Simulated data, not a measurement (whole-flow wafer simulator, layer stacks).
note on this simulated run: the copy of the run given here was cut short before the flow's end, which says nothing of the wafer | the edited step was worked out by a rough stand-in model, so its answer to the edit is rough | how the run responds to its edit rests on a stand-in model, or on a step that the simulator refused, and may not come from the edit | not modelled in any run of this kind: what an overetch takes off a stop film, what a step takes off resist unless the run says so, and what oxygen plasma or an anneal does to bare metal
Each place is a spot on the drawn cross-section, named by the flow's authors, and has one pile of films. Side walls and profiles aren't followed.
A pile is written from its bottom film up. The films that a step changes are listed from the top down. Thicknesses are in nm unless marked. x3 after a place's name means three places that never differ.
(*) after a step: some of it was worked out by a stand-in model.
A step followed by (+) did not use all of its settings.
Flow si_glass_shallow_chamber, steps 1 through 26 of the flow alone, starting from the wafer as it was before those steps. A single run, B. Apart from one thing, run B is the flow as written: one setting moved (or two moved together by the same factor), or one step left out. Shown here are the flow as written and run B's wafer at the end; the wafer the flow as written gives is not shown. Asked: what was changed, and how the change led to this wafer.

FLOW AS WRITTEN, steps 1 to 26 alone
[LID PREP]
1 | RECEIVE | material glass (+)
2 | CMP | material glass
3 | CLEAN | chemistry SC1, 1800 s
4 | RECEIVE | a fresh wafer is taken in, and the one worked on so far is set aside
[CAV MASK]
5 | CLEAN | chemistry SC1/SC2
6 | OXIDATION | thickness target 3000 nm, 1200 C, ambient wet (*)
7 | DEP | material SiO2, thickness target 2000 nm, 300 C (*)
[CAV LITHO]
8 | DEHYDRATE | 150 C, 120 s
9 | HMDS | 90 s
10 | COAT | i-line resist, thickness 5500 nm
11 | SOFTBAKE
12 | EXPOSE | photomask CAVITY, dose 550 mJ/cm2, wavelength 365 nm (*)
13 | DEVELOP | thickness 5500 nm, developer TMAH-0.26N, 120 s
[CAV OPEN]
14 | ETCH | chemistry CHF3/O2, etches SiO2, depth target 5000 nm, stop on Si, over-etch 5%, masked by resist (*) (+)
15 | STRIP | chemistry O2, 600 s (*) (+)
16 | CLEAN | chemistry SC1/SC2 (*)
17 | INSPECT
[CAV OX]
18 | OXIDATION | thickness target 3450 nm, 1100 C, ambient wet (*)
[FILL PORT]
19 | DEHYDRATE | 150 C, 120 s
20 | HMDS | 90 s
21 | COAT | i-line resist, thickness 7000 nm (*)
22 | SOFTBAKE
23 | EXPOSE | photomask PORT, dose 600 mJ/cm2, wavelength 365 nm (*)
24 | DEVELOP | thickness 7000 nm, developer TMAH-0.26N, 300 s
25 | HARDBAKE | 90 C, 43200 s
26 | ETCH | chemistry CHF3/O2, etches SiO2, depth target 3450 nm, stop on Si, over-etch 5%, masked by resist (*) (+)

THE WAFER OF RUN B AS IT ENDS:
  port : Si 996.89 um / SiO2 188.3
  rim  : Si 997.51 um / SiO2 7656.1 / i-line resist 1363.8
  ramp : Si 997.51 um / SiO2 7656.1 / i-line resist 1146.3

The reason: step 6, OXIDATION: thickness target 4800 nm was run, though the flow has thickness target 3000 nm.

The path from the change to this, step by step:
  6 | OXIDATION | thickness target 3000 nm, 1200 C, ambient wet (*)
      rim, ramp, cav, port, septum, ring: +4800 SiO2 (new film), -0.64 chemical SiO2 (all of it), -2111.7 Si (as written it would have been: +3000 SiO2 (new film), -0.64 chemical SiO2 (all of it), -1319.7 Si)
  14 | ETCH | chemistry CHF3/O2, etches SiO2, depth target 5000 nm, stop on Si, over-etch 5%, masked by resist (*) (+)
      cav, port: -5250 SiO2 (as written it would have been: -5000 SiO2 (all of it), -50 Si)
  15 | STRIP | chemistry O2, 600 s (*) (+)
      cav, port: nothing (as written it would have been: +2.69 chemical SiO2 (new film), -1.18 Si)
  18 | OXIDATION | thickness target 3450 nm, 1100 C, ambient wet (*)
      cav, port: +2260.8 SiO2, -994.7 Si (as written it would have been: +3450 SiO2 (new film), -2.69 chemical SiO2 (all of it), -1516.8 Si)
      rim, ramp, septum, ring: +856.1 SiO2, -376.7 Si (as written it would have been: +1109.8 SiO2, -488.3 Si)
  21 | COAT | i-line resist, thickness 7000 nm (*)
      rim: +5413 i-line resist (new film) (as written it would have been: +5660.1 i-line resist (new film))
      ramp: +4748.5 i-line resist (new film) (as written it would have been: +5087.8 i-line resist (new film))
  22 | SOFTBAKE
      rim: -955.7 i-line resist (as written it would have been: -849 i-line resist)
      ramp: -515.8 i-line resist (as written it would have been: -434.5 i-line resist)
      (also at 3 further places)
  25 | HARDBAKE | 90 C, 43200 s
      rim: -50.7 i-line resist (as written it would have been: -62.5 i-line resist)
      ramp: -43.7 i-line resist (as written it would have been: -57.1 i-line resist)
      (also at 1 further place)
  26 | ETCH | chemistry CHF3/O2, etches SiO2, depth target 3450 nm, stop on Si, over-etch 5%, masked by resist (*) (+)
      port: -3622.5 SiO2 (as written it would have been: -3450 SiO2 (all of it), -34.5 Si)
